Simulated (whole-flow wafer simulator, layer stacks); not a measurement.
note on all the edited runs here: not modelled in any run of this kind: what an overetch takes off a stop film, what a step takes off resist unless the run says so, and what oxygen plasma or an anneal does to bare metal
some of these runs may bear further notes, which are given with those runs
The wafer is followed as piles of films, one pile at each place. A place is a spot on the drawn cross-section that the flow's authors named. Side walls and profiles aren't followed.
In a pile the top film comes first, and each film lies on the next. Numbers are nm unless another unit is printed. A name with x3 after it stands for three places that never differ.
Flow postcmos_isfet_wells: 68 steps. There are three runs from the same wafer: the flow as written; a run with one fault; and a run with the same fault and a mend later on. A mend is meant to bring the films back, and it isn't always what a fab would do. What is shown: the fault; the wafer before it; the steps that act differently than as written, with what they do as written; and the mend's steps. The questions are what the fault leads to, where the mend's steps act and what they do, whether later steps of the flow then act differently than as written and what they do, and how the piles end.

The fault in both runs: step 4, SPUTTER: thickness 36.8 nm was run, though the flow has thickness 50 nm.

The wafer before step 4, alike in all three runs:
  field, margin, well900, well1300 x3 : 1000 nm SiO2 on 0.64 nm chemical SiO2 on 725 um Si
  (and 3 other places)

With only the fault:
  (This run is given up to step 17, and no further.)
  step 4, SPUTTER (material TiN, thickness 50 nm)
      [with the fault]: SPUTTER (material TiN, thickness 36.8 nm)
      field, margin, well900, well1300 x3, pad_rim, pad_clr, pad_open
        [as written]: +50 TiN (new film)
        [with the fault]: +36.8 TiN (new film)
  Every later step of the flow up to step 17 that is run acts as written at every place that is followed.
  The piles after step 17 differ from the flow's at field, margin, well900, well1300 x3, pad_rim, pad_clr, pad_open by more than 2% or 0.5 nm, whichever is larger.
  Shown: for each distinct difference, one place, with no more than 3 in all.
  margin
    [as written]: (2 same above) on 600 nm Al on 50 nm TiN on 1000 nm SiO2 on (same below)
    [with the fault]: (2 same above) on 600 nm Al on 36.8 nm TiN on 1000 nm SiO2 on (same below)
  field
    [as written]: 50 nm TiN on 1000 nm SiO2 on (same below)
    [with the fault]: 36.8 nm TiN on 1000 nm SiO2 on (same below)

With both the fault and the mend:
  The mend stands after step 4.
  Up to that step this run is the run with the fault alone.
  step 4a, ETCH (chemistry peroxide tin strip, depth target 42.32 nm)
      field, margin, well900, well1300 x3, pad_rim, pad_clr, pad_open
        -36.8 TiN (all of it)
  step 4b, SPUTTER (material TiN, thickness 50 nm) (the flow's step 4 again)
      field, margin, well900, well1300 x3, pad_rim, pad_clr, pad_open
        +50 TiN (new film)
  Every later step of the flow that is run acts as written at every place that is followed.
  At every place that both follow, the piles at the end match the flow's.
